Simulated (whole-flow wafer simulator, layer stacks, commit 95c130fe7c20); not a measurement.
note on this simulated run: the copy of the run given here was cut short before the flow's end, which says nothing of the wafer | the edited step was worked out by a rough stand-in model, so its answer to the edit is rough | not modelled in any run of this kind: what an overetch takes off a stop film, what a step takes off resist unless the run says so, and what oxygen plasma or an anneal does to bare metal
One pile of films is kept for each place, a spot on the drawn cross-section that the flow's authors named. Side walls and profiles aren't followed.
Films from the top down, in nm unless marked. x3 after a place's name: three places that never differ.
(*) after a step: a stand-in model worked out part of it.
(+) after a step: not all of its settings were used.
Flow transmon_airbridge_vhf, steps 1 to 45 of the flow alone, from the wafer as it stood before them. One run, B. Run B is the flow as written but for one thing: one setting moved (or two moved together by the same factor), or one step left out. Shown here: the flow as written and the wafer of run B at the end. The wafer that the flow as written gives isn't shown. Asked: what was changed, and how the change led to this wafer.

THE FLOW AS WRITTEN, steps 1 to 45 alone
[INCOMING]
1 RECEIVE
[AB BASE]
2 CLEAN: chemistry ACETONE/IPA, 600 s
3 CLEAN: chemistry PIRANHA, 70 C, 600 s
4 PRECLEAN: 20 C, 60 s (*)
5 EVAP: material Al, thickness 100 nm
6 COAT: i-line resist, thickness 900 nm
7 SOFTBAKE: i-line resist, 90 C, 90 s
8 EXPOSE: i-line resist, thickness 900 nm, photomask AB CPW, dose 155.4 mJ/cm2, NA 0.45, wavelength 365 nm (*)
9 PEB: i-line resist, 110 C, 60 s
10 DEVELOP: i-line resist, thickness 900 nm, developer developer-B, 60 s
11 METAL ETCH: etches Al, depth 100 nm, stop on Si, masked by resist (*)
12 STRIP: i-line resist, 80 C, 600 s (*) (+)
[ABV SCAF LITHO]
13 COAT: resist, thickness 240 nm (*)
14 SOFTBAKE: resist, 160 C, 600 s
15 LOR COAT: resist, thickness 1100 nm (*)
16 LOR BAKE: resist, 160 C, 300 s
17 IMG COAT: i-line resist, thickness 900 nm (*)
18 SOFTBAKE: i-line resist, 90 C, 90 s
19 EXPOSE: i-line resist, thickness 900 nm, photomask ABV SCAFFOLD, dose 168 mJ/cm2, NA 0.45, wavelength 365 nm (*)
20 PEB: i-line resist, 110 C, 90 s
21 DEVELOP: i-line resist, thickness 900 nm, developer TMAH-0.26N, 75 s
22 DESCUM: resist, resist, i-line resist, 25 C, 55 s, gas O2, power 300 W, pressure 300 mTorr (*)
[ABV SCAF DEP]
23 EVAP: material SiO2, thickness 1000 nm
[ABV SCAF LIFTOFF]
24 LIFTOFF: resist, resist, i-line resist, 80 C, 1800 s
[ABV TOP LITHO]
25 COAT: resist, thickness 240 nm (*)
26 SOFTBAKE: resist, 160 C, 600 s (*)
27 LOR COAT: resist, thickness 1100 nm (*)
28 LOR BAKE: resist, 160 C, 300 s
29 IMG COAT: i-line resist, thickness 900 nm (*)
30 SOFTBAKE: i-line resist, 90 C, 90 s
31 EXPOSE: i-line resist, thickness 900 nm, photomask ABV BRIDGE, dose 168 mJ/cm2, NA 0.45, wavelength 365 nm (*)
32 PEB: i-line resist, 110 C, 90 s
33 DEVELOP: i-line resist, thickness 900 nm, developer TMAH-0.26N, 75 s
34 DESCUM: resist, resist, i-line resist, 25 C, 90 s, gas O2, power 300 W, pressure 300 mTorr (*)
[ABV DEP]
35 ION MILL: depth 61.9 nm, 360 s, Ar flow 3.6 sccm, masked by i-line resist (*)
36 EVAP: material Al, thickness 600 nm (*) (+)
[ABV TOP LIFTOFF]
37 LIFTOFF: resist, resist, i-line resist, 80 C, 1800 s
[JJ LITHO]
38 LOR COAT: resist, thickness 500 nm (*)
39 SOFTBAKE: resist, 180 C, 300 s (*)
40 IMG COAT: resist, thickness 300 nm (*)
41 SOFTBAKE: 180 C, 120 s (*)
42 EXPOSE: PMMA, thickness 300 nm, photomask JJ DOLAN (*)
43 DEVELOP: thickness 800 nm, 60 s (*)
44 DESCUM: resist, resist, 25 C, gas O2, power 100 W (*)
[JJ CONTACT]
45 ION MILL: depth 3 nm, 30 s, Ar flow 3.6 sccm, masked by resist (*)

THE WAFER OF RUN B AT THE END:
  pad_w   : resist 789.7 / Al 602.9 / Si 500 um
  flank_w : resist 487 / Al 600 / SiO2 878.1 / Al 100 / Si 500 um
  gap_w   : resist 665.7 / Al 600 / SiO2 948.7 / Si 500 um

The cause: step 35, ION MILL: 513 s was run, where the flow has 360 s.

How the change led to this, step by step:
  35 ION MILL: depth 61.9 nm, 360 s, Ar flow 3.6 sccm, masked by i-line resist (*)
      field x3, jj_line, ground_far, trace_open_s x2, margin_s, margin_n: i-line resist -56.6 (as written it would be: i-line resist -39.7)
      flank_w, gap_w, cpw_trace, gap_e, flank_e, bridge_strip: SiO2 -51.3 (as written it would be: SiO2 -36)
      (and at 2 more places)
  37 LIFTOFF: resist, resist, i-line resist, 80 C, 1800 s
      field x3, jj_line, trace_open_s x2: Al -600 (all of it), i-line resist -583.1 (all of it), resist -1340 (all of it) (as written it would be: Al -600 (all of it), i-line resist -600 (all of it), resist -1340 (all of it))
      margin_s, margin_n: Al -600 (all of it), i-line resist -301.4 (all of it), resist -992 (all of it) (as written it would be: Al -600 (all of it), i-line resist -318.3 (all of it), resist -992 (all of it))
      (and at 1 more place)
